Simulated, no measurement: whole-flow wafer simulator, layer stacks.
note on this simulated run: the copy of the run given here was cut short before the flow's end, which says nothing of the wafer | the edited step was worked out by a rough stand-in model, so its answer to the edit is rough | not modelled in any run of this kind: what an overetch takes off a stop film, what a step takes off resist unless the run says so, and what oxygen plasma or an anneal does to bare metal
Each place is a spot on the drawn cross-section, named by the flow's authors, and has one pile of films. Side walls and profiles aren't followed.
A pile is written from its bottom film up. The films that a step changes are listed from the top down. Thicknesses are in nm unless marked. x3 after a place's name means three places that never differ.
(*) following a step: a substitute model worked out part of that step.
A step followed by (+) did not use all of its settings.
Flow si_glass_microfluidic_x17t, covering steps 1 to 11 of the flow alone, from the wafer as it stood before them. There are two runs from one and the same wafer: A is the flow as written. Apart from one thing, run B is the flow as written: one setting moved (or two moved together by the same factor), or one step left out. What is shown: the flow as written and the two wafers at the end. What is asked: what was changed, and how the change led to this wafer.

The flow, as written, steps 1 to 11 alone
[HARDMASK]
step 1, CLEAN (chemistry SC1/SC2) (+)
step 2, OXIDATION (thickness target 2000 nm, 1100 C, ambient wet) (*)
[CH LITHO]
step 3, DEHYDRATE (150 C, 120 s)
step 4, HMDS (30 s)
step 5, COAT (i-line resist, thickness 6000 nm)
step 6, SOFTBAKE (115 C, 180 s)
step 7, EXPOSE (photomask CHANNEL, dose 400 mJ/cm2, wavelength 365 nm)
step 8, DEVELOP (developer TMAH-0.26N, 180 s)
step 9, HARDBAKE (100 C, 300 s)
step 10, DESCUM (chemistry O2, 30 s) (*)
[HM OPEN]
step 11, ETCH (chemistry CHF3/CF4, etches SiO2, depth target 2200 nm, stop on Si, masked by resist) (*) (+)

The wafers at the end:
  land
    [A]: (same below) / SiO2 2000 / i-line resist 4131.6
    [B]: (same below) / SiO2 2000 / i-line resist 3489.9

Cause: step 11, ETCH: depth target 2970 nm was run, whereas the flow has depth target 2200 nm.

How this came from the change, step by step:
  step 11, ETCH (chemistry CHF3/CF4, etches SiO2, depth target 2200 nm, stop on Si, masked by resist) (*) (+)
      land: A -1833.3 i-line resist | B -2475 i-line resist
